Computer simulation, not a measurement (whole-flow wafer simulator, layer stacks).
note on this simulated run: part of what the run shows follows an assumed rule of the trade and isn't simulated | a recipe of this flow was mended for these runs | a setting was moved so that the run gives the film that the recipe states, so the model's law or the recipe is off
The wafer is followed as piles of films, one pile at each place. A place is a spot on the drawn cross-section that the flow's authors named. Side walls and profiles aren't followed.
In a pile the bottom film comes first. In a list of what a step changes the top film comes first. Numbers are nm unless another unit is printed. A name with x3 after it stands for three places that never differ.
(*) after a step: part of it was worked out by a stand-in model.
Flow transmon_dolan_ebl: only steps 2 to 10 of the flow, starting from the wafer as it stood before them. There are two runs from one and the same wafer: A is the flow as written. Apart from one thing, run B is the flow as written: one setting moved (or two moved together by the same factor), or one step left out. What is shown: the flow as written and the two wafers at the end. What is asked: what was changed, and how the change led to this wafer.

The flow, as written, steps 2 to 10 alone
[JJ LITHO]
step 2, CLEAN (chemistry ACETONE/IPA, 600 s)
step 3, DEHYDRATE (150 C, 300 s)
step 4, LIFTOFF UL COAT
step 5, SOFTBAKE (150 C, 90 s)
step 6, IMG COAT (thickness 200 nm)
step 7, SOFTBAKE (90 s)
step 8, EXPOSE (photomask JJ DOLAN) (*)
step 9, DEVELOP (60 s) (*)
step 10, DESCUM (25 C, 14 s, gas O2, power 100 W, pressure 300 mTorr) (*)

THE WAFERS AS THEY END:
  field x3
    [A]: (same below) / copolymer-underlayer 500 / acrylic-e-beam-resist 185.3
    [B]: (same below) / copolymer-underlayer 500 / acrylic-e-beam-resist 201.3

The reason: step 6, IMG COAT: thickness 216 nm was run, while the flow as written has thickness 200 nm.

How this came from the change, step by step:
  step 6, IMG COAT (thickness 200 nm)
      field x3, jj_line: A +200 acrylic-e-beam-resist (new film) | B +216 acrylic-e-beam-resist (new film)
  step 9, DEVELOP (60 s) (*)
      jj_line: A -200 acrylic-e-beam-resist (all of it), -500 copolymer-underlayer (all of it) | B -216 acrylic-e-beam-resist (all of it), -500 copolymer-underlayer (all of it)
